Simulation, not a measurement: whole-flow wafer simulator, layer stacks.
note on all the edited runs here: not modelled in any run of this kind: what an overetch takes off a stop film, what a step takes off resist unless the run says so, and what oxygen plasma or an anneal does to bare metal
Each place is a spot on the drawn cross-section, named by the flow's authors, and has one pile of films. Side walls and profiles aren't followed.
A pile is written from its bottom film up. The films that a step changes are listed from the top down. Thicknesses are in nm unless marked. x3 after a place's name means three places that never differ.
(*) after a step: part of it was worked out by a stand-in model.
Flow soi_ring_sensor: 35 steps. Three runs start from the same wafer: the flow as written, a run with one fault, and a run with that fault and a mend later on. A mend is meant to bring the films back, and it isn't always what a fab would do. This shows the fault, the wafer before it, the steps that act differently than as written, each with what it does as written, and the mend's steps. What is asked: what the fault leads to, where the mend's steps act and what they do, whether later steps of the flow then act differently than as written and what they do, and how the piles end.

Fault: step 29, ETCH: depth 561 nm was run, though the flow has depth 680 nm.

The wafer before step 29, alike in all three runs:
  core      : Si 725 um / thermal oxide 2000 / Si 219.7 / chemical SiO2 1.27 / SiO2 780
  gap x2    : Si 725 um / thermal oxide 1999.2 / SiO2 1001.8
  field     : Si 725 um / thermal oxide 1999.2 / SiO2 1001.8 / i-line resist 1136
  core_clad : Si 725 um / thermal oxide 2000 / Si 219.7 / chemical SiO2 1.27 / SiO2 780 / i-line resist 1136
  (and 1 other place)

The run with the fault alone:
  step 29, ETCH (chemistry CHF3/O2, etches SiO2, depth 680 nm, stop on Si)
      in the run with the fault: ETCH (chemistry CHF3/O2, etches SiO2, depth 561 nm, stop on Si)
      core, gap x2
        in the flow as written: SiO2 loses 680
        in the run with the fault: SiO2 loses 561
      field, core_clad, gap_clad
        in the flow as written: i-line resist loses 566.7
        in the run with the fault: i-line resist loses 467.5
  Later steps of the flow acting differently than as written:
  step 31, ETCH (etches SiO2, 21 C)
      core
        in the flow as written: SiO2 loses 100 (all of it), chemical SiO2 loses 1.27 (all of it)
        in the run with the fault: SiO2 loses 219 (all of it), chemical SiO2 loses 1.27 (all of it)
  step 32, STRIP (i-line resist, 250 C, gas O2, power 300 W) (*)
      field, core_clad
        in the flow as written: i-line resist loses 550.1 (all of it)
        in the run with the fault: i-line resist loses 649.2 (all of it)
  The piles end only slightly different from the flow's at the places that both follow, by no more than 2% or 0.5 nm, whichever is larger.

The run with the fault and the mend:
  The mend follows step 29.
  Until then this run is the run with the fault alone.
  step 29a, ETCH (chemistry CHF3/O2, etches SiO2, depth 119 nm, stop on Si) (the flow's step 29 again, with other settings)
      core, gap x2
        SiO2 loses 119
      field, core_clad, gap_clad
        i-line resist loses 99.2
  Every later step of the flow that is run acts as written at every place that is followed.
  At every place that both follow, the piles at the end match the flow's.
